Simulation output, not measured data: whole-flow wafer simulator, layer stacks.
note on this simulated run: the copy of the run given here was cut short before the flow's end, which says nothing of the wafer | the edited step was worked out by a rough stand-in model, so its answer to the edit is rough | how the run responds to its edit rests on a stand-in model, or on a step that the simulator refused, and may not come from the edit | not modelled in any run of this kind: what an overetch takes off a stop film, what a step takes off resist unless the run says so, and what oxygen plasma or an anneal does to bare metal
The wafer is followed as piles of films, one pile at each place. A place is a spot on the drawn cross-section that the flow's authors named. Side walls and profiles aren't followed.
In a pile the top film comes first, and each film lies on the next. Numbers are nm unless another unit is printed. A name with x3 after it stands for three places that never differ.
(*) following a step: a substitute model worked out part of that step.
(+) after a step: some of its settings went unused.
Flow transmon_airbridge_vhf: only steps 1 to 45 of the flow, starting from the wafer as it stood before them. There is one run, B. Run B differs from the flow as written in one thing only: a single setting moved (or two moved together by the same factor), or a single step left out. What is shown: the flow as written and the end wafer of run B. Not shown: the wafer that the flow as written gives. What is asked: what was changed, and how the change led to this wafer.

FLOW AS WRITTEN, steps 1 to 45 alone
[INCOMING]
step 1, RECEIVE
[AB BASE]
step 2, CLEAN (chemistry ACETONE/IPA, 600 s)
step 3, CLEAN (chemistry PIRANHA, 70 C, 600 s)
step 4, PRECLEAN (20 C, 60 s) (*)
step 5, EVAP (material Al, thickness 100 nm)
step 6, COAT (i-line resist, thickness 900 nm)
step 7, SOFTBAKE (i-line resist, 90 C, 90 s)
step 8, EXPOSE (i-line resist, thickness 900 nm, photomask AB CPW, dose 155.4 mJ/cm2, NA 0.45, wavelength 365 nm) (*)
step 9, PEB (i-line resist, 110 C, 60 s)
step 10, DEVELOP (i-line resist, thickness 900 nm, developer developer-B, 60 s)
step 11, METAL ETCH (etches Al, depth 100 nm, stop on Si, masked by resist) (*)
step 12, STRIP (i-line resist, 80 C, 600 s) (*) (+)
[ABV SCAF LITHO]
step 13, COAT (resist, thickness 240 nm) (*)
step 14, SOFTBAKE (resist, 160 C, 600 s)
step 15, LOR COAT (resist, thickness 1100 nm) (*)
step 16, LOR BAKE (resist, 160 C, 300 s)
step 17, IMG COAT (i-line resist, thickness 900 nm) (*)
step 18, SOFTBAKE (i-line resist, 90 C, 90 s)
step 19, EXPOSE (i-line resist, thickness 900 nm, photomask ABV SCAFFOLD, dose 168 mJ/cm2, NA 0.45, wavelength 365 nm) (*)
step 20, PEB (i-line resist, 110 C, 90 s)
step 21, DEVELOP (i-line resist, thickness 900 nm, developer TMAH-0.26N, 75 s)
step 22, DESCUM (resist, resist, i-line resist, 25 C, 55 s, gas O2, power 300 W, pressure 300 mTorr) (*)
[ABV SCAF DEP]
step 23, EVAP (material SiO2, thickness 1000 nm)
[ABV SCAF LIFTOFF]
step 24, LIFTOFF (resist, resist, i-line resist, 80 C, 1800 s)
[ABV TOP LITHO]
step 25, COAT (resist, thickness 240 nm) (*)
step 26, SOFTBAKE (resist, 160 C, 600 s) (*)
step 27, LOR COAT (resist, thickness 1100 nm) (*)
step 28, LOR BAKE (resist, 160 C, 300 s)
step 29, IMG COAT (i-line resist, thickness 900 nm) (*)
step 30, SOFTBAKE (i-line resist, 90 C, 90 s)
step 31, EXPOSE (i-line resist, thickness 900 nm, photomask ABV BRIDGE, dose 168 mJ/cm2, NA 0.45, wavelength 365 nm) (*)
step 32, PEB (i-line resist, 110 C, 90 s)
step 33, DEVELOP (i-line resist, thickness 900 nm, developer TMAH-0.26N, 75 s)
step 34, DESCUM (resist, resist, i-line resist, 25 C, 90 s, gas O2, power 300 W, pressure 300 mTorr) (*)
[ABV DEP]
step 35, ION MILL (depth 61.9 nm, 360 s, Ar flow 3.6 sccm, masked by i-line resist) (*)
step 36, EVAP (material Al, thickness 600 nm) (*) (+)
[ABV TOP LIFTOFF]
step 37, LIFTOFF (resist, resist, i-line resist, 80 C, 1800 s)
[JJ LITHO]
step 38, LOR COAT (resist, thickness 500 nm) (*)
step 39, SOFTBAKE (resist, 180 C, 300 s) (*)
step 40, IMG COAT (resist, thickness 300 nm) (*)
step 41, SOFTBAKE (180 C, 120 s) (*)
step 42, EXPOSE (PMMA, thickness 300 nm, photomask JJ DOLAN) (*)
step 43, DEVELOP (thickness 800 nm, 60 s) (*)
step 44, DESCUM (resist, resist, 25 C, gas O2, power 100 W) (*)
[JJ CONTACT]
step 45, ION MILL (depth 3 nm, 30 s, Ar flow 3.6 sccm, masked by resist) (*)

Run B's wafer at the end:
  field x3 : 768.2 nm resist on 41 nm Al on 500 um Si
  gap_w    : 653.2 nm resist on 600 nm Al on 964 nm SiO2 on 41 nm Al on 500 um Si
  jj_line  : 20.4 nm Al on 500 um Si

What caused this: step 11, METAL ETCH: depth 59 nm was run, whereas the flow has depth 100 nm.

Step by step, how the change led to this:
  step 11, METAL ETCH (etches Al, depth 100 nm, stop on Si, masked by resist) (*)
      field x3, jj_line, gap_w, gap_e: -59 Al (in the flow as written it would be: -100 Al (all of it))
      ground_far, pad_w, flank_w and 8 more: -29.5 i-line resist (in the flow as written it would be: -50 i-line resist)
  step 12, STRIP (i-line resist, 80 C, 600 s) (*) (+)
      ground_far, pad_w, flank_w and 8 more: -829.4 i-line resist (all of it) (in the flow as written it would be: -808.9 i-line resist (all of it))
  step 13, COAT (resist, thickness 240 nm) (*)
      flank_w, flank_e: +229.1 resist (new film) (in the flow as written it would be: +222.3 resist (new film))
  step 22, DESCUM (resist, resist, i-line resist, 25 C, 55 s, gas O2, power 300 W, pressure 300 mTorr) (*)
      flank_w, flank_e: -229.1 resist (all of it) (in the flow as written it would be: -222.3 resist (all of it))
  step 25, COAT (resist, thickness 240 nm) (*)
      flank_w, flank_e: +157.2 resist (new film) (in the flow as written it would be: +152.6 resist (new film))
      gap_w, gap_e: +206.3 resist (new film) (in the flow as written it would be: +210.7 resist (new film))
  step 34, DESCUM (resist, resist, i-line resist, 25 C, 90 s, gas O2, power 300 W, pressure 300 mTorr) (*)
      flank_w, flank_e: -157.2 resist (all of it) (in the flow as written it would be: -152.6 resist (all of it))
      gap_w, gap_e: -206.3 resist (all of it) (in the flow as written it would be: -210.7 resist (all of it))
  step 40, IMG COAT (resist, thickness 300 nm) (*)
      flank_w, flank_e: +218.5 resist (in the flow as written it would be: +212.1 resist)
  step 45, ION MILL (depth 3 nm, 30 s, Ar flow 3.6 sccm, masked by resist) (*)
      jj_line: -20.6 Al (in the flow as written it would be: -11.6 Si)
Taking metal films that touch as one body, field x3 has 1 body; the flow as written gives 0 bodies.
Taking metal films that touch as one body, gap_w has 2 bodies (between them, from the top down: SiO2 964); the flow as written gives 1 body.
Taking metal films that touch as one body, jj_line has 1 body; the flow as written gives 0 bodies.
